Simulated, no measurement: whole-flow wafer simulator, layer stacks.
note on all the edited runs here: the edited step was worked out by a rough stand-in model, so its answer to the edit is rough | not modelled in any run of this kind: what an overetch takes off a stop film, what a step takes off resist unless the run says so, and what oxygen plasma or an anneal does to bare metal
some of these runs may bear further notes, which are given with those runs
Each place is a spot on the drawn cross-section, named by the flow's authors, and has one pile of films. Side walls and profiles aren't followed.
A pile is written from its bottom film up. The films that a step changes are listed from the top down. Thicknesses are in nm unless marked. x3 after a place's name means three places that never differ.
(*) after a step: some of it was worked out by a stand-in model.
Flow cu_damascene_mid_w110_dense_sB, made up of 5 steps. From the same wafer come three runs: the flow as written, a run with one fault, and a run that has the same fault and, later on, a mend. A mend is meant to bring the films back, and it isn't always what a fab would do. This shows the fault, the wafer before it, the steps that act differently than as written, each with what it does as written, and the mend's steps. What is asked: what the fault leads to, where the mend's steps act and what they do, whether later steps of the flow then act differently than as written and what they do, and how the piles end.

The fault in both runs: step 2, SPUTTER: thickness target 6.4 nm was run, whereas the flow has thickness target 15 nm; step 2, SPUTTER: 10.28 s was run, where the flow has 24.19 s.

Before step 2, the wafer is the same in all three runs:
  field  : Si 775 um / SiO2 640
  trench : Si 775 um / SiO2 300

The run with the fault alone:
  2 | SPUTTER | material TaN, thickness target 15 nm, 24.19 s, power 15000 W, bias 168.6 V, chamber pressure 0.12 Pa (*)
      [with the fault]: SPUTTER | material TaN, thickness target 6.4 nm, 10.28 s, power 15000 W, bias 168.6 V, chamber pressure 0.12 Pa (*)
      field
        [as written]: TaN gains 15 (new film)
        [with the fault]: TaN gains 6.4 (new film)
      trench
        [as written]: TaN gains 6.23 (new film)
        [with the fault]: TaN gains 2.66 (new film)
  Later steps of the flow acting differently than as written (not shown: 2 more steps that differ only slightly, by at most 2% or 0.5 nm, whichever is larger):
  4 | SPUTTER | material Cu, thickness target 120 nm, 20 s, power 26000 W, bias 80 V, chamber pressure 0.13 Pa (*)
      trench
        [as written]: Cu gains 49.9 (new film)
        [with the fault]: Cu gains 51.3 (new film)
  At field, trench, the piles at the end differ from the flow's by more than 2% or 0.5 nm, whichever is larger.
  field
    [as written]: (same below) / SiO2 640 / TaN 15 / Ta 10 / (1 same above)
    [with the fault]: (same below) / SiO2 640 / TaN 6.4 / Ta 10 / (1 same above)
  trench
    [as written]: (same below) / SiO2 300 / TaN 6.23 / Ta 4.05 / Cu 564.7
    [with the fault]: (same below) / SiO2 300 / TaN 2.66 / Ta 4.15 / Cu 559.6

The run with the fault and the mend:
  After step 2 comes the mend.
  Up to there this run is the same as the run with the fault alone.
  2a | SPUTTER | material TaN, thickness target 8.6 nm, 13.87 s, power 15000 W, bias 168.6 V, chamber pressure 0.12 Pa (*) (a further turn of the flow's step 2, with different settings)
      field
        TaN gains 8.6
      trench
        TaN gains 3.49
  Later steps of the flow that are run all act as written at every place that is followed, up to a difference of at most 2% or 0.5 nm, whichever is larger.
  The piles end only slightly different from the flow's at the places that both follow, by no more than 2% or 0.5 nm, whichever is larger.
